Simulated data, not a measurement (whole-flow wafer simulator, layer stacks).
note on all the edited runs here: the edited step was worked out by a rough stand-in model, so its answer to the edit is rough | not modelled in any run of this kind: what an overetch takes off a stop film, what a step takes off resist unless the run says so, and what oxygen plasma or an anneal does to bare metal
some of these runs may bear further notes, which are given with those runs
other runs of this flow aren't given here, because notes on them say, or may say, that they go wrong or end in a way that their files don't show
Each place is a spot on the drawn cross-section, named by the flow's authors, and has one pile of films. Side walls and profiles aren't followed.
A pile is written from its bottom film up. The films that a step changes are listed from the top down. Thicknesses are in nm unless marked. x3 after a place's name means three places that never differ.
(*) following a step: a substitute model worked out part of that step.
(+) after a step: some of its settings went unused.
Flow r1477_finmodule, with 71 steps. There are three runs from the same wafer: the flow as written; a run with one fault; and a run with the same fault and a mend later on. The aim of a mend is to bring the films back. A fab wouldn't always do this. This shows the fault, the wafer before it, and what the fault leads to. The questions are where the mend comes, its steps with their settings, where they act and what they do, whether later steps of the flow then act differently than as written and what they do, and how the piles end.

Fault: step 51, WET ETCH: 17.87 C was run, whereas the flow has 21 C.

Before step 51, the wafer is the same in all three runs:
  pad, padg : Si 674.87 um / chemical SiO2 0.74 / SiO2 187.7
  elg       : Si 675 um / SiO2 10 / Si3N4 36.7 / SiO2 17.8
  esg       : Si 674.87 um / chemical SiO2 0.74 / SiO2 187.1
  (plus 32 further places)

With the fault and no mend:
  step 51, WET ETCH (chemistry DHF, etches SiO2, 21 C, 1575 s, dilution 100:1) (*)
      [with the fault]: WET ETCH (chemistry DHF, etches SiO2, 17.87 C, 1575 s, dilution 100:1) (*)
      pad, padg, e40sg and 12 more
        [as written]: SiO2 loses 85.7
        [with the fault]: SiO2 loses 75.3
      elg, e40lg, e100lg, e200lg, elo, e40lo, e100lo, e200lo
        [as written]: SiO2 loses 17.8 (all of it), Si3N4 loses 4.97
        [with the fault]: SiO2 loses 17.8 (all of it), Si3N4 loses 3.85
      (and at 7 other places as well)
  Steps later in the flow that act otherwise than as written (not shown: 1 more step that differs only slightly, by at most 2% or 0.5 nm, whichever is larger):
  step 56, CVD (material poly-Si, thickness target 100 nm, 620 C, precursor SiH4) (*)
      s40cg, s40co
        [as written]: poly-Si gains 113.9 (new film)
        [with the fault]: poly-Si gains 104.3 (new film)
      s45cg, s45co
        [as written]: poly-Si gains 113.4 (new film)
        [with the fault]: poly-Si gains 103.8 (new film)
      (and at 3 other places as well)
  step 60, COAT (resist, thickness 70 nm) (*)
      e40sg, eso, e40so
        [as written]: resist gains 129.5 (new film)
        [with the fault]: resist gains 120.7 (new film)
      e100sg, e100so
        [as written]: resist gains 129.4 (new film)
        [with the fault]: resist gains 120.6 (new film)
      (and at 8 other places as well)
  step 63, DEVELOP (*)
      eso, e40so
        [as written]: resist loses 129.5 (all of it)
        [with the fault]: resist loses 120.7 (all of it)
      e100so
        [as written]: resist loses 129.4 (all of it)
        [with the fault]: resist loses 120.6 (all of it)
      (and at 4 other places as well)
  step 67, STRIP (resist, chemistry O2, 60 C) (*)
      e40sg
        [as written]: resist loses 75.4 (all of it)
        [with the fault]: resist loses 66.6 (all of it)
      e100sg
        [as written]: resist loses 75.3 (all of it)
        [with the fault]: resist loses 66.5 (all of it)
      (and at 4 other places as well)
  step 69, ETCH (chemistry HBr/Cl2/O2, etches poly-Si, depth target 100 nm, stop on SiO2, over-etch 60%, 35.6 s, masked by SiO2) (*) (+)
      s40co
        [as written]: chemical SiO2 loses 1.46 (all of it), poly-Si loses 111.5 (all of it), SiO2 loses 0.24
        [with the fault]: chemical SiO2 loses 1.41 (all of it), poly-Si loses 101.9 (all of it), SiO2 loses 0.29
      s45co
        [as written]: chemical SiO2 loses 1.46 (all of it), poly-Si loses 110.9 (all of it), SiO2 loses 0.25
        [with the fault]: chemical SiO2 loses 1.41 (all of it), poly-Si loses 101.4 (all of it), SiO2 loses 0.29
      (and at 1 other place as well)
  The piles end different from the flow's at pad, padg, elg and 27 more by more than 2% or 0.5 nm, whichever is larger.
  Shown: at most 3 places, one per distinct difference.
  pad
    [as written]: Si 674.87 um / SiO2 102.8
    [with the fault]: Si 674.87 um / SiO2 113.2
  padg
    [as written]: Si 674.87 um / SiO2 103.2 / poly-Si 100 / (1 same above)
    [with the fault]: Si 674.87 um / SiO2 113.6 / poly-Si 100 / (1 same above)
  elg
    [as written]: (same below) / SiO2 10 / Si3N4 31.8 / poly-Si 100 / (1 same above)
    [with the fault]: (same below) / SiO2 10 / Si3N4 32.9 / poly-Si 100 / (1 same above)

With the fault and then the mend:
  The mend stands after step 51.
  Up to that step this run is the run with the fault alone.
  step 51a, WET ETCH (chemistry DHF, etches SiO2, 21 C, 187.5 s, dilution 100:1) (*) (the flow's step 51 again, with other settings)
      pad, padg, e40sg and 12 more
        SiO2 loses 10.2
      elg, e40lg, e100lg, e200lg, elo, e40lo, e100lo, e200lo
        Si3N4 loses 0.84
      esg, s40cg, s45cg, s50cg, s40co, s45co, s50co
        SiO2 loses 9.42
  Later steps of the flow that are run all act as written at every place that is followed, up to a difference of at most 2% or 0.5 nm, whichever is larger.
  When the end is reached, the piles differ only a little from the flow's at the places that both follow, at most by 2% or 0.5 nm, whichever is larger.
